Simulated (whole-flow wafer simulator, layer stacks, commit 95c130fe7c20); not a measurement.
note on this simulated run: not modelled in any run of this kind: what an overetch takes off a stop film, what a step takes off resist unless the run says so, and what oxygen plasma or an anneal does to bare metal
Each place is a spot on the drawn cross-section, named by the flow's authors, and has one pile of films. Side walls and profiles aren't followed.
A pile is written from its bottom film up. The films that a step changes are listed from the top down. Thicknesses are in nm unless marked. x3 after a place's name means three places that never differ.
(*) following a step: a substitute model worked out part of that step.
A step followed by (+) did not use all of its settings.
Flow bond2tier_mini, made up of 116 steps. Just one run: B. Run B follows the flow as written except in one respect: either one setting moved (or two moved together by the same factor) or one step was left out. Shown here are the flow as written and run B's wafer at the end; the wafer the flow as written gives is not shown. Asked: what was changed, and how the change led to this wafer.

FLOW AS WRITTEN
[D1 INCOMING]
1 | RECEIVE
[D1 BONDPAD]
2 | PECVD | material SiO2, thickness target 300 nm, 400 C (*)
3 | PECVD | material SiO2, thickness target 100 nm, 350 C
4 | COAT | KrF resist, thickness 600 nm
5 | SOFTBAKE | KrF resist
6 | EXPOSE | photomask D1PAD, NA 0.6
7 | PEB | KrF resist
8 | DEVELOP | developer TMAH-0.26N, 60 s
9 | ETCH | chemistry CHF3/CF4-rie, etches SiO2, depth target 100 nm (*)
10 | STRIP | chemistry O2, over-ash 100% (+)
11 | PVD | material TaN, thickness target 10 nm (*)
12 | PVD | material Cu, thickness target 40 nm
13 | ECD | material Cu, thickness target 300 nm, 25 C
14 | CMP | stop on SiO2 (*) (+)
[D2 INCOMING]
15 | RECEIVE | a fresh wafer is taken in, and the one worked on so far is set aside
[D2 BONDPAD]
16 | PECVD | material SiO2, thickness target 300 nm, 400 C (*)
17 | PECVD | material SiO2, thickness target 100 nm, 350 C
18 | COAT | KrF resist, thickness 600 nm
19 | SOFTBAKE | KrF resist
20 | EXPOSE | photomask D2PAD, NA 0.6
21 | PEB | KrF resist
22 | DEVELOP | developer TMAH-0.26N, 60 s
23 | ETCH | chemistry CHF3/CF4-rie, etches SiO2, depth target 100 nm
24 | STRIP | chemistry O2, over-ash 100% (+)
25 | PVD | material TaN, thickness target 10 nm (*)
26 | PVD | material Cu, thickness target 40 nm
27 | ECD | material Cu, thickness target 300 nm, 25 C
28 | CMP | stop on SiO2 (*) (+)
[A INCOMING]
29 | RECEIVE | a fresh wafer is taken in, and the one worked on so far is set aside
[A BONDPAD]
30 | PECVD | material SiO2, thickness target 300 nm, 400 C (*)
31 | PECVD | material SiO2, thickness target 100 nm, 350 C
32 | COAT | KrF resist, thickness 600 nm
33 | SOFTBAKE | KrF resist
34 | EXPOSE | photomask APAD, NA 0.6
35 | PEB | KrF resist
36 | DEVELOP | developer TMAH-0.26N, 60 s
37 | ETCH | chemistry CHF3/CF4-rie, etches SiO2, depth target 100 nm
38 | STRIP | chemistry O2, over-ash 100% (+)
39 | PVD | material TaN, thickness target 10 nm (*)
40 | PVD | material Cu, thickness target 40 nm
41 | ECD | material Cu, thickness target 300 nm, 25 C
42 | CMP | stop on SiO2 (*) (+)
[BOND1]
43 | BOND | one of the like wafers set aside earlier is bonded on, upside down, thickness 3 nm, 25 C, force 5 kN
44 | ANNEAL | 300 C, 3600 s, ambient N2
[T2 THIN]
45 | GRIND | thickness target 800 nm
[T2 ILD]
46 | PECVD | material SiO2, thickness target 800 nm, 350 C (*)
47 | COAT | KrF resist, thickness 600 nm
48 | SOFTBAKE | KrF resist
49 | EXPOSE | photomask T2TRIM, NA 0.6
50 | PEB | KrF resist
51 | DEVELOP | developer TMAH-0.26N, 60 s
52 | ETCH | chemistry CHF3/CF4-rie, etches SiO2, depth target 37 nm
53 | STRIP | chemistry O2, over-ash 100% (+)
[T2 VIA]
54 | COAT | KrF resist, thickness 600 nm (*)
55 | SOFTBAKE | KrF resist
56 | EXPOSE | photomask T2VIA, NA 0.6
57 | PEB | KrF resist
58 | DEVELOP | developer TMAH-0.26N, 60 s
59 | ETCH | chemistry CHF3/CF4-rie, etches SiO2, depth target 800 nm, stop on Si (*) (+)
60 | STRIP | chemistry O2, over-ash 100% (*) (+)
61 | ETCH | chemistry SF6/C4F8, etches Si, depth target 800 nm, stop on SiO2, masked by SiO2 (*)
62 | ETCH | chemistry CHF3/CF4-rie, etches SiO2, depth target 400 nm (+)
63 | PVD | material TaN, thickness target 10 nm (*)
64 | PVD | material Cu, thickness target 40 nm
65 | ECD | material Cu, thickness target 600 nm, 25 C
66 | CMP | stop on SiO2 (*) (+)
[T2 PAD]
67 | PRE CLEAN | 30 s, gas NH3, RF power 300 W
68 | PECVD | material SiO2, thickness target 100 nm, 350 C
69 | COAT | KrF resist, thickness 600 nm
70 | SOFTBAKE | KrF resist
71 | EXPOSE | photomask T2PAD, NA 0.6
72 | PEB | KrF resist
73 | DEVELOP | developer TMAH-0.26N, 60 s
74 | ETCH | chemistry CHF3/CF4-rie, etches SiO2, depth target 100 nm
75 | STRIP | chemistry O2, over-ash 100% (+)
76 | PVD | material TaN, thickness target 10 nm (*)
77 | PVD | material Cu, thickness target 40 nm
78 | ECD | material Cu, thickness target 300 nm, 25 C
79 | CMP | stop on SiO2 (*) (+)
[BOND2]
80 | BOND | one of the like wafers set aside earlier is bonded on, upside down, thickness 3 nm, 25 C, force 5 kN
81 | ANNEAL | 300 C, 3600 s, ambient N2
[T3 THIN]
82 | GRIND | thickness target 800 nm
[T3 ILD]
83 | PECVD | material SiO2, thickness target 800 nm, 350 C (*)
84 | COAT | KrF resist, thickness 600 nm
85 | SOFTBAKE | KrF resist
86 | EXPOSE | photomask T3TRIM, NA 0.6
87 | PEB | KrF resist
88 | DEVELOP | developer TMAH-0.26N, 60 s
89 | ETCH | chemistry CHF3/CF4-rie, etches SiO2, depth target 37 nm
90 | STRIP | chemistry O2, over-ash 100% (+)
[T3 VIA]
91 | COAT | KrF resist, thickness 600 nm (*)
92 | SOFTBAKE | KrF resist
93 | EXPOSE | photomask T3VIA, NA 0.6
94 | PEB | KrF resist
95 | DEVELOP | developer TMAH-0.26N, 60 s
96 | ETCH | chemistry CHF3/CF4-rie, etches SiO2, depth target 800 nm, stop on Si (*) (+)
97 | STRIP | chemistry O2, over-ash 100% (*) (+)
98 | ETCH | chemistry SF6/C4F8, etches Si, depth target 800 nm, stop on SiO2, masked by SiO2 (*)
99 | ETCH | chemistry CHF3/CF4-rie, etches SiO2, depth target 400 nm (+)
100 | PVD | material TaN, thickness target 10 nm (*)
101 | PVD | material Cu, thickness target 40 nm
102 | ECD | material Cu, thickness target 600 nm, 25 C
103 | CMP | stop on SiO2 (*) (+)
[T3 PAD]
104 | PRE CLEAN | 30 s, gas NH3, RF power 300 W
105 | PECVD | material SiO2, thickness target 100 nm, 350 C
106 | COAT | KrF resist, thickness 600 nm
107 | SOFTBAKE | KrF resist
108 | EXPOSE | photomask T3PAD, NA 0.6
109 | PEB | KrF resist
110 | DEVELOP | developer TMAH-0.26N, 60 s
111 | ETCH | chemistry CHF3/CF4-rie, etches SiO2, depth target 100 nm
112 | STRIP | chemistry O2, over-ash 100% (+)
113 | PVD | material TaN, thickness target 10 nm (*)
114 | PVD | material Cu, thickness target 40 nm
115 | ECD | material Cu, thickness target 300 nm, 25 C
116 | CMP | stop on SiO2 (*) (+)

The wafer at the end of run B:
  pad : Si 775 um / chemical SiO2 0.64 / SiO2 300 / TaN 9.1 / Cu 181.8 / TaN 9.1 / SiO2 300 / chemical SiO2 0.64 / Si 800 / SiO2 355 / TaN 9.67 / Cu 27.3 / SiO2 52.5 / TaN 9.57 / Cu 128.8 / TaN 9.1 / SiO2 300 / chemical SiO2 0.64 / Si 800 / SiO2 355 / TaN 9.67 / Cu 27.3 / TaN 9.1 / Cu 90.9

Cause: step 74, ETCH: depth target 47.5 nm was run, while the flow as written has depth target 100 nm.

Step by step, how the change led to this:
  74 | ETCH | chemistry CHF3/CF4-rie, etches SiO2, depth target 100 nm
      pad: -47.5 SiO2 (in the flow as written it would be: -100 SiO2 (all of it))
      field: -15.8 KrF resist (in the flow as written it would be: -33.3 KrF resist)
  75 | STRIP | chemistry O2, over-ash 100% (+)
      field: -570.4 KrF resist (all of it) (in the flow as written it would be: -552.9 KrF resist (all of it))
  77 | PVD | material Cu, thickness target 40 nm
      pad: +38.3 Cu (new film) (in the flow as written it would be: +36.4 Cu (new film))
  78 | ECD | material Cu, thickness target 300 nm, 25 C
      pad: +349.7 Cu (in the flow as written it would be: +404.5 Cu)
Taking metal films that touch as one body, pad has 4 bodies (between them, from the top down: SiO2 355 / Si 800 / chemical SiO2 0.64 / SiO2 300; SiO2 52.5; SiO2 355 / Si 800 / chemical SiO2 0.64 / SiO2 300); the flow as written gives 3 bodies (between them, from the top down: SiO2 355 / Si 800 / chemical SiO2 0.64 / SiO2 300; SiO2 355 / Si 800 / chemical SiO2 0.64 / SiO2 300).
